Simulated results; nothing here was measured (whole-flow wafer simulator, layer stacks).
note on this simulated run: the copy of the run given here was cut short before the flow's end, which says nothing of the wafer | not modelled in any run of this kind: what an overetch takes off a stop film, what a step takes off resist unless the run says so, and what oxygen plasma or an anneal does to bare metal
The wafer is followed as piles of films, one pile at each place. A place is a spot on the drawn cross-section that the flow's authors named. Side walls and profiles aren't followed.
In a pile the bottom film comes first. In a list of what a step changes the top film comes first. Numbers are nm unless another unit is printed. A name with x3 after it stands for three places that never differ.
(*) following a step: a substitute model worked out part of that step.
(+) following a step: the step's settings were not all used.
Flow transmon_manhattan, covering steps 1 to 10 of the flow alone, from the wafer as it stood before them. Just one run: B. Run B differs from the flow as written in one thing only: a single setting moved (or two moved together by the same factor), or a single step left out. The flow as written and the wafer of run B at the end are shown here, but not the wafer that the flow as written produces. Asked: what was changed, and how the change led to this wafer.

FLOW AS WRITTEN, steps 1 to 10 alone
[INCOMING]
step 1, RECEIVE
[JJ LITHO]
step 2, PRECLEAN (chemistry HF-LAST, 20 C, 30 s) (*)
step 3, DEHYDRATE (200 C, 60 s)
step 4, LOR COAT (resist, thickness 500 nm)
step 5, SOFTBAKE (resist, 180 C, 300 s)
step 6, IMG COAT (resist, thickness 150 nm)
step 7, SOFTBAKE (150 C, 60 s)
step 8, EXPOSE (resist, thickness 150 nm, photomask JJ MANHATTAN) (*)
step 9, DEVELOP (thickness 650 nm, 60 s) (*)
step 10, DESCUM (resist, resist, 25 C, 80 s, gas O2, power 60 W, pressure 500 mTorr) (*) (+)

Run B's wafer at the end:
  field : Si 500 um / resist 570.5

Cause: step 6, IMG COAT: thickness 82.5 nm was run, whereas the flow has thickness 150 nm.

Step by step, how the change led to this:
  step 6, IMG COAT (resist, thickness 150 nm)
      field, chan_a x2: resist gains 82.5 (it would be, as written: resist gains 150)
  step 9, DEVELOP (thickness 650 nm, 60 s) (*)
      chan_a x2: resist loses 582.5 (all of it) (it would be, as written: resist loses 650 (all of it))
